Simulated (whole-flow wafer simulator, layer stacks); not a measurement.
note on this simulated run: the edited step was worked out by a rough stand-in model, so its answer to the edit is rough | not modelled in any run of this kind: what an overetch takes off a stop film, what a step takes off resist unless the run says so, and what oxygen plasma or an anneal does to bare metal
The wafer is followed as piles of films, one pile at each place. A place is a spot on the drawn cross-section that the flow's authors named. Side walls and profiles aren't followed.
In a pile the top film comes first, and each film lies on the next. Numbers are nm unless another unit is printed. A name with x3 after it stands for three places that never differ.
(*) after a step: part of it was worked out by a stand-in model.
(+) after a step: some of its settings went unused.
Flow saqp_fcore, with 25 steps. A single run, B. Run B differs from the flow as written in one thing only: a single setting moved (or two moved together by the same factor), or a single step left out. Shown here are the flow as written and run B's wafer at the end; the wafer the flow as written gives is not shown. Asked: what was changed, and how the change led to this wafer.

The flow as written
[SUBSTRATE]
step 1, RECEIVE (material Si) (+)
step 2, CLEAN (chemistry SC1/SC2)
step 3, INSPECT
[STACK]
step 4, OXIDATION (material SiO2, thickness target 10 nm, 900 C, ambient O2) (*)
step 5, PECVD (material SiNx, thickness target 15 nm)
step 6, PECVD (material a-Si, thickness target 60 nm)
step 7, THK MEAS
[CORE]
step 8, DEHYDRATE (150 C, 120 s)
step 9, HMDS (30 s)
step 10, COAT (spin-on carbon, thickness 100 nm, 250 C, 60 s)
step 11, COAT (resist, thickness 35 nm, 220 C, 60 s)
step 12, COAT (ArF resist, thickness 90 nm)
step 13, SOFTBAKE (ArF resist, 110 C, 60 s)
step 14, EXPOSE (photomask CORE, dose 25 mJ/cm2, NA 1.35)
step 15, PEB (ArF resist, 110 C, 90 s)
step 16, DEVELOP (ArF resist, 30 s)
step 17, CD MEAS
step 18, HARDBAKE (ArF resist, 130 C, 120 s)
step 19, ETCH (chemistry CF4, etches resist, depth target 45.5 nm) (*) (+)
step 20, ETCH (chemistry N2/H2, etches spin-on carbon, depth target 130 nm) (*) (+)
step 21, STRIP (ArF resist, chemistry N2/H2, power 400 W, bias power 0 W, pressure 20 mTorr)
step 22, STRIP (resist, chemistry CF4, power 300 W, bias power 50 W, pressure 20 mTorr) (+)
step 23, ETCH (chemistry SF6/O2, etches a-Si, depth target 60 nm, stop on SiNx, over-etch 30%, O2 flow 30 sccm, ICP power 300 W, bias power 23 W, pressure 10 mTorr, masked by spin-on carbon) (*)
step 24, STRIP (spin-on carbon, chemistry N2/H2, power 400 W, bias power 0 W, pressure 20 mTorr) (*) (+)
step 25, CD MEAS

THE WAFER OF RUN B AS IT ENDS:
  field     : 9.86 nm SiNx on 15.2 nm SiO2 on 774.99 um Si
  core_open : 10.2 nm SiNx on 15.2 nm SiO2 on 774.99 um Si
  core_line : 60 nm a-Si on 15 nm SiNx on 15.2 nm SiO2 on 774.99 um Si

Cause: step 4, OXIDATION: thickness target 15.2 nm was run, while the flow as written has thickness target 10 nm.
One can read it off the wafer: field has SiO2 15.2, and step 4 as written asks for 10 nm.

How this came from the change, step by step:
  step 4, OXIDATION (material SiO2, thickness target 10 nm, 900 C, ambient O2) (*)
      field, core_open, core_line: SiO2 gains 15.2 (new film), chemical SiO2 loses 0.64 (all of it), Si loses 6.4 (it would be, as written: SiO2 gains 10 (new film), chemical SiO2 loses 0.64 (all of it), Si loses 4.12)
